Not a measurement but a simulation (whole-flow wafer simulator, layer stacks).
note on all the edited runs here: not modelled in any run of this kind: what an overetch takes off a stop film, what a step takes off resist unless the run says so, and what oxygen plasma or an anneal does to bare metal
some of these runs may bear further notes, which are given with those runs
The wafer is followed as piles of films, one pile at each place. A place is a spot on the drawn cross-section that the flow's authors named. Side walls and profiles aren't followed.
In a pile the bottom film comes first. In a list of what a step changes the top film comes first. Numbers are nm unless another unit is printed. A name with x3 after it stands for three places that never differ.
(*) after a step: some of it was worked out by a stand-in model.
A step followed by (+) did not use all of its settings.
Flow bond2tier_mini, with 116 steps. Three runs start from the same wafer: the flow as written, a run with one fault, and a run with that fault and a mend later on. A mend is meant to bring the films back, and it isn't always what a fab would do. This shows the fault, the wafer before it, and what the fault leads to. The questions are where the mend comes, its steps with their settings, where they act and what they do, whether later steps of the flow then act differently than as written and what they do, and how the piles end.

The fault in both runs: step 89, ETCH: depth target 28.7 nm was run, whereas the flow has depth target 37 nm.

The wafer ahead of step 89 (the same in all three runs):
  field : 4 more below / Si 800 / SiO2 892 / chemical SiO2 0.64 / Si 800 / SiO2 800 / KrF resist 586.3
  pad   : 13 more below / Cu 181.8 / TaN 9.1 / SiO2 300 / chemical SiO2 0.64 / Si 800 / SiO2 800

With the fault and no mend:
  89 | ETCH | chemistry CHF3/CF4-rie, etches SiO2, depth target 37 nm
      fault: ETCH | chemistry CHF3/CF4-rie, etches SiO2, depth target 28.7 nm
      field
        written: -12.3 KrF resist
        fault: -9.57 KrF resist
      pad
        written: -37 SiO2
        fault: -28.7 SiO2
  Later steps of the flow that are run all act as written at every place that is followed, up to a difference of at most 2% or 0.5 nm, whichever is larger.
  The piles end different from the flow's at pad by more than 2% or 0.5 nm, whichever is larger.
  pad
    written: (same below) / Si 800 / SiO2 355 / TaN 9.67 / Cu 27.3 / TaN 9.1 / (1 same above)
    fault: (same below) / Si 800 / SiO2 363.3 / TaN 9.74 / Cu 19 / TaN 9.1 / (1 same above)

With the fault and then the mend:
  The mend follows step 90.
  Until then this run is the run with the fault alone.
  90a | COAT | KrF resist, thickness 600 nm (*) (the flow's step 84, run once more)
      field
        +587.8 KrF resist (new film)
      pad
        +612.7 KrF resist (new film)
  90b | SOFTBAKE | KrF resist (the flow's step 85, run once more)
      does not change any film at any place that is followed
  90c | EXPOSE | photomask T3TRIM, NA 0.6 (the flow's step 86, run once more)
      does not change any film at any place that is followed
  90d | PEB | KrF resist (the flow's step 87, run once more)
      does not change any film at any place that is followed
  90e | DEVELOP | developer TMAH-0.26N, 60 s (the flow's step 88, run once more)
      field
        -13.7 KrF resist
      pad
        -612.7 KrF resist (all of it)
  90f | ETCH | chemistry CHF3/CF4-rie, etches SiO2, depth target 8.3 nm (the flow's step 89, run once more with other settings)
      field
        -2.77 KrF resist
      pad
        -8.3 SiO2
  90g | STRIP | chemistry O2, over-ash 100% (+) (the flow's step 90, run once more)
      field
        -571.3 KrF resist (all of it)
  Later steps of the flow that are run all act as written at every place that is followed.
  The piles end the same as the flow's at every place that both follow.
